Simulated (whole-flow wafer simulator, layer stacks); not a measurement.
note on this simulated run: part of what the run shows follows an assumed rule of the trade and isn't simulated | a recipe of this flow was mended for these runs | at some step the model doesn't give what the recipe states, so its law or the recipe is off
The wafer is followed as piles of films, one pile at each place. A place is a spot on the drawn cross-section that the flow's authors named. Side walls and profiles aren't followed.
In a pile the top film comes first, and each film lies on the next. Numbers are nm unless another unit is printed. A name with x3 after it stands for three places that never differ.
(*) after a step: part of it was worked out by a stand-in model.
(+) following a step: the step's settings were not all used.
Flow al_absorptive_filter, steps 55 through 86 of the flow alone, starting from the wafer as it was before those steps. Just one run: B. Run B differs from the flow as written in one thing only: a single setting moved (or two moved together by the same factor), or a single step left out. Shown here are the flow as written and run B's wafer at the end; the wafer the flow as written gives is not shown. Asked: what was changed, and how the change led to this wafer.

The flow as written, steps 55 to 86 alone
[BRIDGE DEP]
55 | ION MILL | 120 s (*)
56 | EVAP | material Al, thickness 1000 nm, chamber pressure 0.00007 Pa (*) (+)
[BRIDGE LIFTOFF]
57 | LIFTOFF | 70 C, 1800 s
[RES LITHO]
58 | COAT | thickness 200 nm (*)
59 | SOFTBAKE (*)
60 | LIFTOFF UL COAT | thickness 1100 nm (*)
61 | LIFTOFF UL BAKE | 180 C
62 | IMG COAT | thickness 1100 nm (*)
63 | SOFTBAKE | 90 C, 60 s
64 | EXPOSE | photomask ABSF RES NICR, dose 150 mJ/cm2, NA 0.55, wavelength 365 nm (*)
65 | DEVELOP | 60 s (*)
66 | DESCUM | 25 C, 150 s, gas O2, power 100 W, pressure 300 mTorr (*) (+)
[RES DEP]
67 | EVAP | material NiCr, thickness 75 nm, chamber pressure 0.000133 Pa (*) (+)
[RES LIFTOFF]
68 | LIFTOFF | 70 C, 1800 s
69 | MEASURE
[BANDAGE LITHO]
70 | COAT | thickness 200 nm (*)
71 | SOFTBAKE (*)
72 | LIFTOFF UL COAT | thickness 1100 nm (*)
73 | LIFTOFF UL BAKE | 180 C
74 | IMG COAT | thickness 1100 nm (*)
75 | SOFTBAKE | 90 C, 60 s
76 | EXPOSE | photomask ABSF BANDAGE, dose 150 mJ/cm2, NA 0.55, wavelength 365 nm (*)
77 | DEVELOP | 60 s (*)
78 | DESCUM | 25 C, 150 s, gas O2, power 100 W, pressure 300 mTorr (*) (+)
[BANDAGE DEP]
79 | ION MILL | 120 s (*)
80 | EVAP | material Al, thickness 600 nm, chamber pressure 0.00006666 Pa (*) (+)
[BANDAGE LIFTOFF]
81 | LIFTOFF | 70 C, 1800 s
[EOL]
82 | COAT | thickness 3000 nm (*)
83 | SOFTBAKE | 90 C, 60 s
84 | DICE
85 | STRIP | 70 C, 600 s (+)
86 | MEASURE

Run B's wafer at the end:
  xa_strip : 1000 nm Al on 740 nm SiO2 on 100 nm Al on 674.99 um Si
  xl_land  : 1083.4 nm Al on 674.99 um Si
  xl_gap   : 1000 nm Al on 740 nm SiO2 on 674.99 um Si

The reason: step 55, ION MILL: 49.5 s was run, whereas the flow has 120 s.

Step by step, how the change led to this:
  55 | ION MILL | 120 s (*)
      gnd, pad_far, pad_near and 7 more: i-line-resist loses 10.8 (in the flow as written it would be: i-line-resist loses 26.2)
      xa_strip, xl_gap, xl_turn: SiO2 loses 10 (in the flow as written it would be: SiO2 loses 24.3)
      (and at 1 other place as well)
